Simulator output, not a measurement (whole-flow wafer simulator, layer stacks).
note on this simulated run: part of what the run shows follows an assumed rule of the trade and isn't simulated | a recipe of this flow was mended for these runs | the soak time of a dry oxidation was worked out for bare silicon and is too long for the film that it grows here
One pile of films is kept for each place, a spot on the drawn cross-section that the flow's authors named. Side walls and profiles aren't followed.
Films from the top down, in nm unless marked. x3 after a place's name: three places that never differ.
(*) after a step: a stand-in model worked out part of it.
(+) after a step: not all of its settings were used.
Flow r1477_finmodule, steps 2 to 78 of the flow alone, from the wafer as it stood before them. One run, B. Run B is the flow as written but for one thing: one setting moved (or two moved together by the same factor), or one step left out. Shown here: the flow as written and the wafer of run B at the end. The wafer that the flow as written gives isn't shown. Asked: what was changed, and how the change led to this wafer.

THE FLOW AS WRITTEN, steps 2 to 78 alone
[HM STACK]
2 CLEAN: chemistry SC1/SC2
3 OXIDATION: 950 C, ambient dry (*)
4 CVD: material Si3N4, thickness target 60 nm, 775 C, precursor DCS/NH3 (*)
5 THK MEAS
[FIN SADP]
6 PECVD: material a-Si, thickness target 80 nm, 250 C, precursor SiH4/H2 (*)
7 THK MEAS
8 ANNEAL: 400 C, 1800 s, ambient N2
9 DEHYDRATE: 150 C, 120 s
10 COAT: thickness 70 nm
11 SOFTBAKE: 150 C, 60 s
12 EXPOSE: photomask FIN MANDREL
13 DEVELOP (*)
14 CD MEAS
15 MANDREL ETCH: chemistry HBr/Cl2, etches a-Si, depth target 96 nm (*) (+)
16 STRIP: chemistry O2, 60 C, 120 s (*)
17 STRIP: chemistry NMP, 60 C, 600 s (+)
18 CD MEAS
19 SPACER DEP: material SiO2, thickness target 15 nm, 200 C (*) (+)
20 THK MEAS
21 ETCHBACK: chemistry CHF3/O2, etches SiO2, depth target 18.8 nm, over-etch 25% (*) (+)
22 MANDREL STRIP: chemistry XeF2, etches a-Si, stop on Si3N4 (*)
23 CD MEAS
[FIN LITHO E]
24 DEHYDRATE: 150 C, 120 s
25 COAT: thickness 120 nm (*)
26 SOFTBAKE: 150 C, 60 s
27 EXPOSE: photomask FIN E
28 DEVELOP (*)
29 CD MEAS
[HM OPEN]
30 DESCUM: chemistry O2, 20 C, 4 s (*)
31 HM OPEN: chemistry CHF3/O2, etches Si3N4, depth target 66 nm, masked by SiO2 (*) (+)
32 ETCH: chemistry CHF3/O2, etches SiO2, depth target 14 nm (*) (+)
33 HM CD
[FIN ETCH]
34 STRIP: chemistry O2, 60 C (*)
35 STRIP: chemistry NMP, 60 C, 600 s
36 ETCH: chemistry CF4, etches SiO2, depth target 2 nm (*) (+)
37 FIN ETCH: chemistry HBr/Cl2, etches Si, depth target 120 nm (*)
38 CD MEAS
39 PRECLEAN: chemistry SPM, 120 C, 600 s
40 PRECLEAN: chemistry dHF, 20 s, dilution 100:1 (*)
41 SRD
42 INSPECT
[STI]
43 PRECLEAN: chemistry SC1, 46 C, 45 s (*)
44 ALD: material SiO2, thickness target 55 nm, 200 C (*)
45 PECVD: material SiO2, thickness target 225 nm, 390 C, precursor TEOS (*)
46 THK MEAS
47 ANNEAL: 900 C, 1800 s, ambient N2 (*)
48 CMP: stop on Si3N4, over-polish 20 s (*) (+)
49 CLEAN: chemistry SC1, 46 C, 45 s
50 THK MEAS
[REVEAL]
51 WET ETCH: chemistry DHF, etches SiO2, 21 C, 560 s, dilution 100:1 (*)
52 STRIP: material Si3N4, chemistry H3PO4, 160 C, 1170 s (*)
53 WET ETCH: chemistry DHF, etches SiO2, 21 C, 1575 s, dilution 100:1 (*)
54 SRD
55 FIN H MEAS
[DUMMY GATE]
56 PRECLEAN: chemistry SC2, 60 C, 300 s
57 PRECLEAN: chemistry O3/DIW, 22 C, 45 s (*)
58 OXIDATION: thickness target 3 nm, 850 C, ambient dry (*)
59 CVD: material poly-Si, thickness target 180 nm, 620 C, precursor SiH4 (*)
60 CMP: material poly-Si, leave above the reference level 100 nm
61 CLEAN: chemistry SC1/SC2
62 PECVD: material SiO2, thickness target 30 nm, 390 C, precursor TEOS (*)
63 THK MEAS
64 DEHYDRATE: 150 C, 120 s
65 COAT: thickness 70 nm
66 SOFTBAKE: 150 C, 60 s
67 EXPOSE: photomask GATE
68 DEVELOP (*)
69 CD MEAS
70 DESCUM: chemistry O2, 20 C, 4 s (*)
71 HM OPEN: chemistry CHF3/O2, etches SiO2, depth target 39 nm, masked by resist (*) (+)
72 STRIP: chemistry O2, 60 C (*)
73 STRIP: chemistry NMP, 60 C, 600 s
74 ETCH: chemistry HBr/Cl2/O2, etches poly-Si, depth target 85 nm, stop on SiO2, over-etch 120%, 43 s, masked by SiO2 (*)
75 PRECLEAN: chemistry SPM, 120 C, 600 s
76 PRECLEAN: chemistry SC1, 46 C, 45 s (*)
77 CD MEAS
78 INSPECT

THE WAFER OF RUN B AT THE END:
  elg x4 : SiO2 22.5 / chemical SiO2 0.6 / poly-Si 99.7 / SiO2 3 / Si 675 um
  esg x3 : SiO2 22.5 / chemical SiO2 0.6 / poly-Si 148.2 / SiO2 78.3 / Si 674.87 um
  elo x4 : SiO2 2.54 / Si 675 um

The cause: step 3, OXIDATION: 927 C was run, where the flow has 950 C.

How the change led to this, step by step:
  3 OXIDATION: 950 C, ambient dry (*)
      pad, padg, elg x4 and 30 more: SiO2 +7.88 (new film), chemical SiO2 -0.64 (all of it), Si -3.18 (as written it would be: SiO2 +10 (new film), chemical SiO2 -0.64 (all of it), Si -4.12)
  32 ETCH: chemistry CHF3/O2, etches SiO2, depth target 14 nm (*) (+)
      pad, padg, esg x3 and 11 more: SiO2 -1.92 (all of it), Si -2.42 (as written it would be: SiO2 -4.05 (all of it), Si -1.99)
      s40cg, s45cg, s50cg, s40co, s45co, s50co: SiO2 -4.88 (all of it), Si -1.82 (as written it would be: SiO2 -7 (all of it), Si -1.4)
  48 CMP: stop on Si3N4, over-polish 20 s (*) (+)
      pad, padg: SiO2 -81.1 (as written it would be: SiO2 -79.4)
  53 WET ETCH: chemistry DHF, etches SiO2, 21 C, 1575 s, dilution 100:1 (*)
      elg x4, elo x4: SiO2 -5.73 (all of it) (as written it would be: SiO2 -7.85 (all of it))
      s40sg_line, s45sg_line, s50sg_line, s40so_line, s45so_line, s50so_line: SiO2 -6.39 (all of it) (as written it would be: SiO2 -8.51 (all of it))
  60 CMP: material poly-Si, leave above the reference level 100 nm
      pad, padg: poly-Si -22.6 (as written it would be: poly-Si -24.8)
